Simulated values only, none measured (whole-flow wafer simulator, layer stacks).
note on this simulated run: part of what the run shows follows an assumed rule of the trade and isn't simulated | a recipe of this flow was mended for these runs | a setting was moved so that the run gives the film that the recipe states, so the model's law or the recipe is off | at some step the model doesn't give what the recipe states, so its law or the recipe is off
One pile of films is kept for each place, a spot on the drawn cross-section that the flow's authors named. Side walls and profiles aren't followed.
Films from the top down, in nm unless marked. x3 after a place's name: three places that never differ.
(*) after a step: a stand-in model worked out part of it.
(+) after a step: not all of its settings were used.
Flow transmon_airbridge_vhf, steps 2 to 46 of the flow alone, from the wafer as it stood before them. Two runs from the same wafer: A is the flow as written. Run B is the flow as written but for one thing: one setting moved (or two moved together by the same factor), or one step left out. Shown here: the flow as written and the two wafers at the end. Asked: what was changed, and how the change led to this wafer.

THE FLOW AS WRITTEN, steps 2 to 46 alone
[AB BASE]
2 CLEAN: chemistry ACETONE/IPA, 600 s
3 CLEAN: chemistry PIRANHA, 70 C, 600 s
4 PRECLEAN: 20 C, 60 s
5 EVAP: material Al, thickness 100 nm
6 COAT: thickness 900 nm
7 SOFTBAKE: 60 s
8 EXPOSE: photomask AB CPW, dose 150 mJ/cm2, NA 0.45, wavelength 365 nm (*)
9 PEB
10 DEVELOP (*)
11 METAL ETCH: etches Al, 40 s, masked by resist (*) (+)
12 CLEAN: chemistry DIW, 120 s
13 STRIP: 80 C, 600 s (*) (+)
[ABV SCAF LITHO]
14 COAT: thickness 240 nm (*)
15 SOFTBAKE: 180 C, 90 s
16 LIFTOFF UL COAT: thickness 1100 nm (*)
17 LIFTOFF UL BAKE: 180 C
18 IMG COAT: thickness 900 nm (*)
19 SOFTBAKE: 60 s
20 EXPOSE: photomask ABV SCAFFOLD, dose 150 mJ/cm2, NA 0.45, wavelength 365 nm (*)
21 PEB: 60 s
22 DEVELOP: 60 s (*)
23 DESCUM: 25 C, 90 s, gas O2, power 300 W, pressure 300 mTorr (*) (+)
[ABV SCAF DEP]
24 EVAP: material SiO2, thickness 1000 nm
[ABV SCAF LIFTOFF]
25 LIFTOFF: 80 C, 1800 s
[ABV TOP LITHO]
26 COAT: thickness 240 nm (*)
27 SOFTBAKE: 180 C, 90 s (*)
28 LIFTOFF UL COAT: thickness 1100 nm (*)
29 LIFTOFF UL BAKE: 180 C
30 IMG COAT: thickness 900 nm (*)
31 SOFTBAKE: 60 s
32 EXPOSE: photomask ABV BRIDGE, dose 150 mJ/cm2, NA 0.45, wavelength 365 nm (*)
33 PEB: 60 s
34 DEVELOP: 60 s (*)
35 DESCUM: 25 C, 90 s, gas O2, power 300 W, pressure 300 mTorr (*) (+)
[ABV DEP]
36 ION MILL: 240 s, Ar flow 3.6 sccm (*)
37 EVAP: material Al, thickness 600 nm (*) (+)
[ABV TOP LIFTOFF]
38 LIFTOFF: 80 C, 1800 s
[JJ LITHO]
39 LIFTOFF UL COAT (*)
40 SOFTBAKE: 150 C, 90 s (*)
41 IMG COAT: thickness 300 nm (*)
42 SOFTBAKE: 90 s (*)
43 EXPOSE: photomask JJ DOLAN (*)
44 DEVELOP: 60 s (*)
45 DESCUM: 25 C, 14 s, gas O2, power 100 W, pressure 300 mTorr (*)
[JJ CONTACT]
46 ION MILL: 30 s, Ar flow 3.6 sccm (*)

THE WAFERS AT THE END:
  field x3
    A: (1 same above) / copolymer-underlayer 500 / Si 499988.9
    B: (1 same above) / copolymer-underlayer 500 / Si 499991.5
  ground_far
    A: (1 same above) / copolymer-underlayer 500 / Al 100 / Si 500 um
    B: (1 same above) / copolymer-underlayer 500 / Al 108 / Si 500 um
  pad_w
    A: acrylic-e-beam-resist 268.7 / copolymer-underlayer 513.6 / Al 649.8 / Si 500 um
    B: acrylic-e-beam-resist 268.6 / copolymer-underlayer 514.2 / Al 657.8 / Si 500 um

The cause: step 5, EVAP: thickness 108 nm was run, where the flow has thickness 100 nm.
It can be read off the wafer: ground_far has Al 108, and step 5 as written asks for 100 nm.

How the change led to this, step by step:
  5 EVAP: material Al, thickness 100 nm
      field x3, jj_line, ground_far and 12 more: A Al +100 (new film) | B Al +108 (new film)
  11 METAL ETCH: etches Al, 40 s, masked by resist (*) (+)
      field x3, jj_line, gap_w, gap_e: A Al -86.7 (all of it), Si -11.1 | B Al -94.7 (all of it), Si -8.44
